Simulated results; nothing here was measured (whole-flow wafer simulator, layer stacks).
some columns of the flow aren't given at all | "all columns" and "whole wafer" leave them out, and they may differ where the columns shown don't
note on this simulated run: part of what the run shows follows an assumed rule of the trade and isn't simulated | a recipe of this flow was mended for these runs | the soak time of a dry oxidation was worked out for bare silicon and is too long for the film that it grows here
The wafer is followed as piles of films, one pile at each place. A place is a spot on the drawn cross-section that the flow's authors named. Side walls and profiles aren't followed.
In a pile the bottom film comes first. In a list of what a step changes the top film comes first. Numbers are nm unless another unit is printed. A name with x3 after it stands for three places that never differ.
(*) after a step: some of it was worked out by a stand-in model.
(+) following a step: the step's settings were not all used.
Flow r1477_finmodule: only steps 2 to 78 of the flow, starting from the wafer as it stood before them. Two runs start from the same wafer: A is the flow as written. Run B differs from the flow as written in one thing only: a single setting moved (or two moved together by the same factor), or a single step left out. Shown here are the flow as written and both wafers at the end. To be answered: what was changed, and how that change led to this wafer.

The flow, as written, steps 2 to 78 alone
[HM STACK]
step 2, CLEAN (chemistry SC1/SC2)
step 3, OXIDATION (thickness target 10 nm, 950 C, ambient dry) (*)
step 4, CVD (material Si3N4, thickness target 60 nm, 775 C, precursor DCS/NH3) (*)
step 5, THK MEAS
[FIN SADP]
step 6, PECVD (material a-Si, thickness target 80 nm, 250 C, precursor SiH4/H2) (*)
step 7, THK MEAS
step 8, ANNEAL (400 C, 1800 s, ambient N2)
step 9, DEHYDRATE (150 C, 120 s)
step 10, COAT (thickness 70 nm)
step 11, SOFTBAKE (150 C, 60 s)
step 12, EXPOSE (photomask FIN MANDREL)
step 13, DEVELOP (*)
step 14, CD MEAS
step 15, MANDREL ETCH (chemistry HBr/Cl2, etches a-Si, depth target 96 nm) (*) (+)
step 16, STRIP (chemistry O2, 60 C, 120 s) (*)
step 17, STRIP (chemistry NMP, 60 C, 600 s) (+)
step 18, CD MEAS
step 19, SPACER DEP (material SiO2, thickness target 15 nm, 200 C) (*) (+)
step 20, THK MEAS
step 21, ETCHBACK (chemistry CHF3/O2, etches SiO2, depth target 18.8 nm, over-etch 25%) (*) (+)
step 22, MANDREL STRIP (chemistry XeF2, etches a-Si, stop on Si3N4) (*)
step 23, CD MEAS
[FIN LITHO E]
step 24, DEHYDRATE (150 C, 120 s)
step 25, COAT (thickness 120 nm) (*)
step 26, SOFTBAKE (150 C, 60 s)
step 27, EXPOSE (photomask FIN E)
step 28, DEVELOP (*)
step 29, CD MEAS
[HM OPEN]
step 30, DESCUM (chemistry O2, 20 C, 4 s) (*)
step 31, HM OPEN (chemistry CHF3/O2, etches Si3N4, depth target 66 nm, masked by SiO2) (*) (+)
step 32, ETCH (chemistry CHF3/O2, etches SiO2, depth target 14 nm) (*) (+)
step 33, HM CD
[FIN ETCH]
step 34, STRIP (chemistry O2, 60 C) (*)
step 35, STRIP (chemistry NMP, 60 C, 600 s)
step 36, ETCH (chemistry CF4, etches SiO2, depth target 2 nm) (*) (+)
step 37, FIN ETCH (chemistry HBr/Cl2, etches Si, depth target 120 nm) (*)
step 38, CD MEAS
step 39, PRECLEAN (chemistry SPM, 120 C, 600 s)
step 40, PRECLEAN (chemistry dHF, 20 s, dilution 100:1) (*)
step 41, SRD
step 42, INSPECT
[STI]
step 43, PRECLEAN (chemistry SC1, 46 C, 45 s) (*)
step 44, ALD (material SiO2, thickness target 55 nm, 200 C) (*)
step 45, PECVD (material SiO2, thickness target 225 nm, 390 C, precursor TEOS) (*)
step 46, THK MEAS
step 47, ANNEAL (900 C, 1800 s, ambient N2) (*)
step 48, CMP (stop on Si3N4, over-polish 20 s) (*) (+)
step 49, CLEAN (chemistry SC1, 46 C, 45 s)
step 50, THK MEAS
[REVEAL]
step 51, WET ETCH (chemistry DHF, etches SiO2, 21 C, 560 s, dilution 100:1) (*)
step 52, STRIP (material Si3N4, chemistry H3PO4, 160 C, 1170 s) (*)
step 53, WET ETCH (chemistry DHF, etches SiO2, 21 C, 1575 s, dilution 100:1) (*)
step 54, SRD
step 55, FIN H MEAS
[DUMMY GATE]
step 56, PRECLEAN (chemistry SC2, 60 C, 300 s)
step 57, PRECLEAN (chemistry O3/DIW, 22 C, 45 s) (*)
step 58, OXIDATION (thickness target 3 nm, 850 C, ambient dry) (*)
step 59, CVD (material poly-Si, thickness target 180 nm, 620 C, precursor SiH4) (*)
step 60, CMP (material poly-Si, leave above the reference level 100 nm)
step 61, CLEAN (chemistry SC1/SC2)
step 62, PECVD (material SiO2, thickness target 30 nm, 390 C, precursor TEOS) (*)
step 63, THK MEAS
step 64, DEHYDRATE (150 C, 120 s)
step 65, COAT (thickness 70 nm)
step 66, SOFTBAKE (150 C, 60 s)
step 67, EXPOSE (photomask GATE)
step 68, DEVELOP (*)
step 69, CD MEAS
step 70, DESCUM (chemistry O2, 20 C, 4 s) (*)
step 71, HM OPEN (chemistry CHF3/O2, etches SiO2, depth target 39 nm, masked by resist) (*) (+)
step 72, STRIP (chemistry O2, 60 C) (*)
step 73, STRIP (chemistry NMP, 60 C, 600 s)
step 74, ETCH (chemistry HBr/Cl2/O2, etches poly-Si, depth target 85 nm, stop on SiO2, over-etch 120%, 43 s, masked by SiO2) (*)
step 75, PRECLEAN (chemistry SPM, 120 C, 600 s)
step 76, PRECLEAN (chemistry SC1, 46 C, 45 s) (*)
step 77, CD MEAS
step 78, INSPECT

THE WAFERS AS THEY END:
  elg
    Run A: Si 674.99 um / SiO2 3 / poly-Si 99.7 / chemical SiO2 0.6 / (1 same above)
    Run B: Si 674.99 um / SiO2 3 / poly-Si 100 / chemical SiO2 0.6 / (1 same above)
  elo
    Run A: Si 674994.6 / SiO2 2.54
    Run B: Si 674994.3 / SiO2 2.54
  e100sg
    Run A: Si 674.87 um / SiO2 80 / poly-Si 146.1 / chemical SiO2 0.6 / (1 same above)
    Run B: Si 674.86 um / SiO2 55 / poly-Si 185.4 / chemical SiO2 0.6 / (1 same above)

The reason: step 4, CVD: 717.3 C was run, though the flow has 775 C.

Step by step, how the change led to this:
  step 4, CVD (material Si3N4, thickness target 60 nm, 775 C, precursor DCS/NH3) (*)
      pad, padg, elg and 33 more: A Si3N4 gains 60 (new film) | B Si3N4 gains 20.6 (new film)
  step 31, HM OPEN (chemistry CHF3/O2, etches Si3N4, depth target 66 nm, masked by SiO2) (*) (+)
      pad, padg, esg and 13 more: A Si3N4 loses 54.1 (all of it), SiO2 loses 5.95 | B Si3N4 loses 14.7 (all of it), SiO2 loses 10 (all of it), Si loses 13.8
      s40cg, s45cg, s50cg, s40co, s45co, s50co: A Si3N4 loses 60 (all of it), SiO2 loses 3 | B Si3N4 loses 20.6 (all of it), SiO2 loses 10 (all of it), Si loses 11.8
  step 32, ETCH (chemistry CHF3/O2, etches SiO2, depth target 14 nm) (*) (+)
      e100sg, s40sg, e100so, s40so: A SiO2 loses 4.05 (all of it), Si loses 1.99 | B Si loses 2.57
      pad, padg: A SiO2 loses 4.05 (all of it), Si loses 1.99 | B Si loses 2.8
      (as well as at 16 more places)
  step 37, FIN ETCH (chemistry HBr/Cl2, etches Si, depth target 120 nm) (*)
      elg, e40lg, e100lg, e200lg, elo, e40lo, e100lo, e200lo: A Si3N4 loses 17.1 | B Si3N4 loses 12.2 (all of it), SiO2 loses 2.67
  step 40, PRECLEAN (chemistry dHF, 20 s, dilution 100:1) (*)
      elg, e40lg, e100lg, e200lg, elo, e40lo, e100lo, e200lo: A Si3N4 loses 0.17 | B SiO2 loses 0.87
  step 44, ALD (material SiO2, thickness target 55 nm, 200 C) (*)
      elg, e40lg, e100lg, e200lg, elo, e40lo, e100lo, e200lo: A SiO2 gains 55 (new film) | B SiO2 gains 55
      s40cg, s45cg, s50cg, s40co, s45co, s50co: A SiO2 gains 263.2 (new film) | B SiO2 gains 236.7 (new film)
      (as well as at 14 more places)
  step 48, CMP (stop on Si3N4, over-polish 20 s) (*) (+)
      pad, padg: A SiO2 loses 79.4 | B SiO2 loses 104.3
  step 51, WET ETCH (chemistry DHF, etches SiO2, 21 C, 560 s, dilution 100:1) (*)
      elg, e40lg, e100lg, e200lg, elo, e40lo, e100lo, e200lo: A SiO2 loses 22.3 (all of it), Si3N4 loses 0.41 | B SiO2 loses 27.2 (all of it)
  step 52, STRIP (material Si3N4, chemistry H3PO4, 160 C, 1170 s) (*)
      elg, e40lg, e100lg, e200lg, elo, e40lo, e100lo, e200lo: A Si3N4 loses 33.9 (all of it), SiO2 loses 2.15 | B chemical SiO2 gains 0.5 (new film), Si loses 0.22
      s40sg_line, s45sg_line, s50sg_line, s40so_line, s45so_line, s50so_line: A Si3N4 loses 55.1 (all of it), SiO2 loses 1.49 | B Si3N4 loses 15.7 (all of it), SiO2 loses 2.72
  step 53, WET ETCH (chemistry DHF, etches SiO2, 21 C, 1575 s, dilution 100:1) (*)
      elg, e40lg, e100lg, e200lg, elo, e40lo, e100lo, e200lo: A SiO2 loses 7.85 (all of it) | B chemical SiO2 loses 0.5 (all of it)
      s40sg_line, s45sg_line, s50sg_line, s40so_line, s45so_line, s50so_line: A SiO2 loses 8.51 (all of it) | B SiO2 loses 7.28 (all of it)
  step 59, CVD (material poly-Si, thickness target 180 nm, 620 C, precursor SiH4) (*)
      s40cg, s40sg, s45cg and 9 more: A poly-Si gains 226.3 (new film) | B poly-Si gains 265.7 (new film)
      esg, e40sg, e100sg, eso, e40so, e100so: A poly-Si gains 226.3 (new film) | B poly-Si gains 265.5 (new film)
      (as well as at 2 more places)
  step 60, CMP (material poly-Si, leave above the reference level 100 nm)
      pad, padg: A poly-Si loses 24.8 | B nothing
      e200sg, e200so: A poly-Si loses 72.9 | B poly-Si loses 79.8
  step 74, ETCH (chemistry HBr/Cl2/O2, etches poly-Si, depth target 85 nm, stop on SiO2, over-etch 120%, 43 s, masked by SiO2) (*)
      e100so, e200so, s40co, s40so, s45co, s45so, s50co, s50so: A chemical SiO2 loses 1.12 (all of it), poly-Si loses 143.9 (all of it), SiO2 loses 0.22 | B chemical SiO2 loses 1.12 (all of it), poly-Si loses 183.2 (all of it)
      eso, e40so: A chemical SiO2 loses 1.12 (all of it), poly-Si loses 143.9 (all of it), SiO2 loses 0.22 | B chemical SiO2 loses 1.12 (all of it), poly-Si loses 183.2 (all of it), SiO2 loses 0.02
      (as well as at 1 more place)
